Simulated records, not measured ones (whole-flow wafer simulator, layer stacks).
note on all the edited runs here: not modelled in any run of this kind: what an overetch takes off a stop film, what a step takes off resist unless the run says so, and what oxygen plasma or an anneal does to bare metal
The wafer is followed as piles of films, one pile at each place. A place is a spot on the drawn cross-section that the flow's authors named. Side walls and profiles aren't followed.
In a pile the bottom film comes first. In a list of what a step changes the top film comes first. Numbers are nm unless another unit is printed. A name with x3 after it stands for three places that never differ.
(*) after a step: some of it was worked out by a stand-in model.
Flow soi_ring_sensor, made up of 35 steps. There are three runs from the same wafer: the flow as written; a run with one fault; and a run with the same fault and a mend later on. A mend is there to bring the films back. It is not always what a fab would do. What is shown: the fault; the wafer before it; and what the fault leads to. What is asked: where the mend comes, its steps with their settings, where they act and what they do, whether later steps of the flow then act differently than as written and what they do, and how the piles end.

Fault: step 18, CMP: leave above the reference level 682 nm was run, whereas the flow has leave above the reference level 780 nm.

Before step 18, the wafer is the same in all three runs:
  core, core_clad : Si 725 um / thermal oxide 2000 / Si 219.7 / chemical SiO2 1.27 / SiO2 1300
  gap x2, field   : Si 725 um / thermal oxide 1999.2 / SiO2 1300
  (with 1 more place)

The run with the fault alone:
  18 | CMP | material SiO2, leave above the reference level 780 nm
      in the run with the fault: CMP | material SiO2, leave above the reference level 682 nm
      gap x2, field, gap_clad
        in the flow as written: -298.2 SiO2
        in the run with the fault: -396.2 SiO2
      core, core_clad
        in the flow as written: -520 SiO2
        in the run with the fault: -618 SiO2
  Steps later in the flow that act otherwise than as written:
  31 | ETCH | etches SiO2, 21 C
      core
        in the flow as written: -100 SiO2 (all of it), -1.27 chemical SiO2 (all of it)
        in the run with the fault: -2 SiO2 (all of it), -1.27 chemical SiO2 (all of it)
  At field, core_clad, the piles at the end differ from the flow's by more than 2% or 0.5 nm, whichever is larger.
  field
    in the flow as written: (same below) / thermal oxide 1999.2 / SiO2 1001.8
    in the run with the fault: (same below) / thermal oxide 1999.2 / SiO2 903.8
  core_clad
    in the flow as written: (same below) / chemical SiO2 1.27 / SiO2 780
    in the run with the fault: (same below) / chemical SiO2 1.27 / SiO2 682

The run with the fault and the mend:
  The mend stands after step 19.
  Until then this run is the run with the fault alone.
  19a | HDPCVD | material SiO2, thickness target 98 nm, 350 C (*) (a further turn of the flow's step 17, with different settings)
      core, gap x2, field, core_clad, gap_clad
        +98 SiO2
  Later steps of the flow that are run all act as written at every place that is followed.
  The piles end the same as the flow's at every place that both follow.
